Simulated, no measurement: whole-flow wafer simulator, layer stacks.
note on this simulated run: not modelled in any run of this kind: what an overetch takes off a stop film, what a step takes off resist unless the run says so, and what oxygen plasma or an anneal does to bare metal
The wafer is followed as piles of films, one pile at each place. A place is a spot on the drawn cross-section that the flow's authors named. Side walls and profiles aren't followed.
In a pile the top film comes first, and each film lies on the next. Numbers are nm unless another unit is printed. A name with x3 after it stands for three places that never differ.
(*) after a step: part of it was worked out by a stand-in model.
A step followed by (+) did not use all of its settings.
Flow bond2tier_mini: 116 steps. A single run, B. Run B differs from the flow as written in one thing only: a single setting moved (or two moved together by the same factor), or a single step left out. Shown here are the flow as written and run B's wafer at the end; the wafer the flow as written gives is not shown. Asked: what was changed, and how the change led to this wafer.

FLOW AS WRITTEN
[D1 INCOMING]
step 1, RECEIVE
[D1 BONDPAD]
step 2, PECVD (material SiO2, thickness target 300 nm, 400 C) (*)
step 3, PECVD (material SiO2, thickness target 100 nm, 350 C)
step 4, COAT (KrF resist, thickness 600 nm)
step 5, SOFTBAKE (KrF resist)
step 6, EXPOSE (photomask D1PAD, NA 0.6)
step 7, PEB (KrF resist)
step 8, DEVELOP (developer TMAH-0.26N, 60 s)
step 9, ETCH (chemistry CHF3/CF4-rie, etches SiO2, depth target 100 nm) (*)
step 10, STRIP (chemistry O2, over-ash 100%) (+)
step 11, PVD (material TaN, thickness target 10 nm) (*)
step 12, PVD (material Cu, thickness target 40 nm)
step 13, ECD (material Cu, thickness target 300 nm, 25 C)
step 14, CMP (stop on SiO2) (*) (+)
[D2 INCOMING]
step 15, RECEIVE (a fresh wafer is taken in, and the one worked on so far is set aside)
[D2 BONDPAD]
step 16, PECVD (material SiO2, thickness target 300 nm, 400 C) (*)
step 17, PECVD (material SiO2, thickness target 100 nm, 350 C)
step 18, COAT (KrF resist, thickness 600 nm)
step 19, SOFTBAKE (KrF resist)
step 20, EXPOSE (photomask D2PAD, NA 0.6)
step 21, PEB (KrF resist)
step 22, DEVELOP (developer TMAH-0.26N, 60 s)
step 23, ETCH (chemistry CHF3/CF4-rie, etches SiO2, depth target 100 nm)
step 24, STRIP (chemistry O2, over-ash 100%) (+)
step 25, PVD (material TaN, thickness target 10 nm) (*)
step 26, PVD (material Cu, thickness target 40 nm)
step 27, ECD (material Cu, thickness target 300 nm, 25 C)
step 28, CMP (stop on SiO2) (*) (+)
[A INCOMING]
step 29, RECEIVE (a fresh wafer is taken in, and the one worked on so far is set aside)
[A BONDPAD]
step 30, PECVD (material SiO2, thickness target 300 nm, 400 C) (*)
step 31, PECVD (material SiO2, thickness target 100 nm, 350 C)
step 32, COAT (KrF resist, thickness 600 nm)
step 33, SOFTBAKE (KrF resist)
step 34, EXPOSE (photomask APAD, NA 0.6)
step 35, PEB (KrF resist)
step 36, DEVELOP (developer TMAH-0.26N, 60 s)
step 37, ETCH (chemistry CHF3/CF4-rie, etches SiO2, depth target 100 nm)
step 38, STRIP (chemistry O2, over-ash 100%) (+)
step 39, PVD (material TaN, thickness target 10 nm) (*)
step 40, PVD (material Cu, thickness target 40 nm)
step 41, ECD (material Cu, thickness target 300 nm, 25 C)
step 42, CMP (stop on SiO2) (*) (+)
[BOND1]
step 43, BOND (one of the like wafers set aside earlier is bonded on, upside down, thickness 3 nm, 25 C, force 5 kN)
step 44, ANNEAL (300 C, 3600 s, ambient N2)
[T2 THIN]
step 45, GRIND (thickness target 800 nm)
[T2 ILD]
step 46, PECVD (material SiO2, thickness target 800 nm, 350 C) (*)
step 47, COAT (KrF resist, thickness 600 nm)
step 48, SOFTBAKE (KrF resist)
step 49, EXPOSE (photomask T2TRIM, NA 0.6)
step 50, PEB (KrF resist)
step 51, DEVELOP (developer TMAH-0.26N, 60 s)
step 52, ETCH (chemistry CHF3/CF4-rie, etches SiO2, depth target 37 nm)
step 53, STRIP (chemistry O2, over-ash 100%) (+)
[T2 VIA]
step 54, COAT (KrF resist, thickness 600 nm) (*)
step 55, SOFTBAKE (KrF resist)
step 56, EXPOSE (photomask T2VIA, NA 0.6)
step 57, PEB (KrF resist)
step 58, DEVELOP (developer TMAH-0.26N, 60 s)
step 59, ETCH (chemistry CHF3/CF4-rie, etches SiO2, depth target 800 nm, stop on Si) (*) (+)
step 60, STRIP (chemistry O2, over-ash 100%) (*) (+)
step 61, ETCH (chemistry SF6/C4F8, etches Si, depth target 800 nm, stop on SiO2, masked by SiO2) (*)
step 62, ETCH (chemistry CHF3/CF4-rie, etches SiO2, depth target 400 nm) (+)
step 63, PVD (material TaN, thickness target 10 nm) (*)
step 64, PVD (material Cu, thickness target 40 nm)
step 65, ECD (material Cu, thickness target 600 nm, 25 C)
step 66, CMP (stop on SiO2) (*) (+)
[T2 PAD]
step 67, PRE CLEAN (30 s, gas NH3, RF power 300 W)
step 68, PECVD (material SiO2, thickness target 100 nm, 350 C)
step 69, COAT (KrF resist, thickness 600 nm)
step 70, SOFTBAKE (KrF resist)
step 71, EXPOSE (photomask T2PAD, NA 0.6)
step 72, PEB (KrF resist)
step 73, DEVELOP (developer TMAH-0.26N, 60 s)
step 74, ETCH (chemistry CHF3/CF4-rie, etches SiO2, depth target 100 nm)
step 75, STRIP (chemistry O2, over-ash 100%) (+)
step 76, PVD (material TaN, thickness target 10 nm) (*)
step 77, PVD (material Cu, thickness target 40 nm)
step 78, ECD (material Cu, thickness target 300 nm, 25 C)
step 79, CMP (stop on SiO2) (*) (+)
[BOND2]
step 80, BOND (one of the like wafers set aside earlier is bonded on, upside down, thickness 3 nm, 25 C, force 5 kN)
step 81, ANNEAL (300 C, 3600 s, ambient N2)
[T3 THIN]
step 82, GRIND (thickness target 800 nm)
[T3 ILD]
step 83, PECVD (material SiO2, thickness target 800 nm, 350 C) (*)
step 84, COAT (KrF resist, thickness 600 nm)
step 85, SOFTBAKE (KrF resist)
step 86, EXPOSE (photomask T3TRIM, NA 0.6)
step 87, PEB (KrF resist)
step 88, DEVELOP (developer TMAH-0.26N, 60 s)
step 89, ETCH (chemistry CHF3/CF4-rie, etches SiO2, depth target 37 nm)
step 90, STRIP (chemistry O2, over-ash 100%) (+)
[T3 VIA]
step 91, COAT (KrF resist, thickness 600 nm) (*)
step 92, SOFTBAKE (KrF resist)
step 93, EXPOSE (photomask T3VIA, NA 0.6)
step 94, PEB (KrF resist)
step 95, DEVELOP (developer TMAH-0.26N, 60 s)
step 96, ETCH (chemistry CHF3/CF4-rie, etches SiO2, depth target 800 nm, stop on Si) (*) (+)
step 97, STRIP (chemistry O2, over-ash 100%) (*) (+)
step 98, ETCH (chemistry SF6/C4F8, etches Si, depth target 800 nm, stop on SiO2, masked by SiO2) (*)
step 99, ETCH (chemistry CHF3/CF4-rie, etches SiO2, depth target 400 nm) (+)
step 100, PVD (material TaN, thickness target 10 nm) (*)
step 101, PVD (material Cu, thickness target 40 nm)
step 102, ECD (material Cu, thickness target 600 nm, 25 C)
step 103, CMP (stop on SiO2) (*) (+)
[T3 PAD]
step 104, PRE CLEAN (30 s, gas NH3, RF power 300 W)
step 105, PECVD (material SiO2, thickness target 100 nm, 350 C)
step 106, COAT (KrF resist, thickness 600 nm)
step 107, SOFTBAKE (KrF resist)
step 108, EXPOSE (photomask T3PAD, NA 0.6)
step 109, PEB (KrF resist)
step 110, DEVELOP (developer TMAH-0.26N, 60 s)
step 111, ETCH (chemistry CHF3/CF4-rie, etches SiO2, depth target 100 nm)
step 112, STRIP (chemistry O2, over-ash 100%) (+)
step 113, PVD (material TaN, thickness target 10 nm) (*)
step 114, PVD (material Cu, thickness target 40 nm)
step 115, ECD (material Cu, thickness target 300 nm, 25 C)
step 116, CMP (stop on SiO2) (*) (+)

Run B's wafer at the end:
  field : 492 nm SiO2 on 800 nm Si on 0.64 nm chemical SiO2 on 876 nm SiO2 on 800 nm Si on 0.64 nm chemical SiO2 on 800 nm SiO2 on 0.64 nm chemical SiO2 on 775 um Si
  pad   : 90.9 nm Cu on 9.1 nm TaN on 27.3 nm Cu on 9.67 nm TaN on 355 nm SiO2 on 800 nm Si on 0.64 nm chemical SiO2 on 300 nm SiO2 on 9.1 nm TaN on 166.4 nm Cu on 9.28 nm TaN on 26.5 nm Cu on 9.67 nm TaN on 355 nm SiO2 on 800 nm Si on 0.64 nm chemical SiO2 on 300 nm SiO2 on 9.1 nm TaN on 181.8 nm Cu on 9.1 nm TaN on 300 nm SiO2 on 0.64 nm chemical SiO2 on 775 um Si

The reason: step 68, PECVD: thickness target 84 nm was run, while the flow as written has thickness target 100 nm.

Step by step, how the change led to this:
  step 68, PECVD (material SiO2, thickness target 100 nm, 350 C)
      field: +84 SiO2 (it would be, as written: +100 SiO2)
      pad: +84 SiO2 (new film) (it would be, as written: +100 SiO2 (new film))
  step 74, ETCH (chemistry CHF3/CF4-rie, etches SiO2, depth target 100 nm)
      pad: -84 SiO2 (all of it), -0.8 Cu (it would be, as written: -100 SiO2 (all of it))
  step 78, ECD (material Cu, thickness target 300 nm, 25 C)
      pad: +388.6 Cu (it would be, as written: +404.5 Cu)
